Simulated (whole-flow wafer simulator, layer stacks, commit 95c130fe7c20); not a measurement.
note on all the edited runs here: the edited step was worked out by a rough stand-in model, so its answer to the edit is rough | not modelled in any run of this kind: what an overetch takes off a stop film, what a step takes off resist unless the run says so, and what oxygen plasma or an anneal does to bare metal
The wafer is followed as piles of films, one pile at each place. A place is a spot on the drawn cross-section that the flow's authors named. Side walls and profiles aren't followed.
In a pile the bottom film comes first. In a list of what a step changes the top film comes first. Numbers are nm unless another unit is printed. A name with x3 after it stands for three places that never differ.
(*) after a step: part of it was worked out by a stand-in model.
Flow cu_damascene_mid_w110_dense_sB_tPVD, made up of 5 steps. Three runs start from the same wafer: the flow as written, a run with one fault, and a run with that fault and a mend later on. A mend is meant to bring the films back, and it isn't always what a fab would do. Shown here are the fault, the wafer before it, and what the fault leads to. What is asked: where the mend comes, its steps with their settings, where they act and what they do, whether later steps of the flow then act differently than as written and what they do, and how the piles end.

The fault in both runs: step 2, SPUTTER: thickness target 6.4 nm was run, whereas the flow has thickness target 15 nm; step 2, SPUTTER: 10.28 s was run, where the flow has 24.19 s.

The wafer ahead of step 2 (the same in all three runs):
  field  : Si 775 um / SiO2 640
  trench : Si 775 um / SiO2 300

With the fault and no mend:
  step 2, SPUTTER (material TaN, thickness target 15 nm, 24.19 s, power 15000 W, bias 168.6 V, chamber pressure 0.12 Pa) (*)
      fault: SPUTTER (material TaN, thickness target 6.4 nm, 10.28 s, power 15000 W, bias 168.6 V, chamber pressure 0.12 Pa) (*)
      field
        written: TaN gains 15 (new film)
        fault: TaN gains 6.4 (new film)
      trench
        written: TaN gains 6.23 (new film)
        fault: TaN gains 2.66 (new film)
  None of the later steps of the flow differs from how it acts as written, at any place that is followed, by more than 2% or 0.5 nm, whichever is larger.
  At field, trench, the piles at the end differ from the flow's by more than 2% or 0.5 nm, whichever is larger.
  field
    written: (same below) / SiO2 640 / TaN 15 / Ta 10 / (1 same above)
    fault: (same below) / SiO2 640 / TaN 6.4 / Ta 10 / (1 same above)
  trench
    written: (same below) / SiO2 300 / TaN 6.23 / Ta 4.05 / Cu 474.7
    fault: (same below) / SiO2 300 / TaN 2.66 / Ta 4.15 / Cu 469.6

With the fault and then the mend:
  The mend follows step 2.
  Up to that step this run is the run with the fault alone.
  step 2a, SPUTTER (material TaN, thickness target 8.6 nm, 13.87 s, power 15000 W, bias 168.6 V, chamber pressure 0.12 Pa) (*) (the flow's step 2 again, with other settings)
      field
        TaN gains 8.6
      trench
        TaN gains 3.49
  None of the later steps of the flow differs from how it acts as written, at any place that is followed, by more than 2% or 0.5 nm, whichever is larger.
  At the end the piles are close to the flow's at the places that both follow, differing by at most 2% or 0.5 nm, whichever is larger.
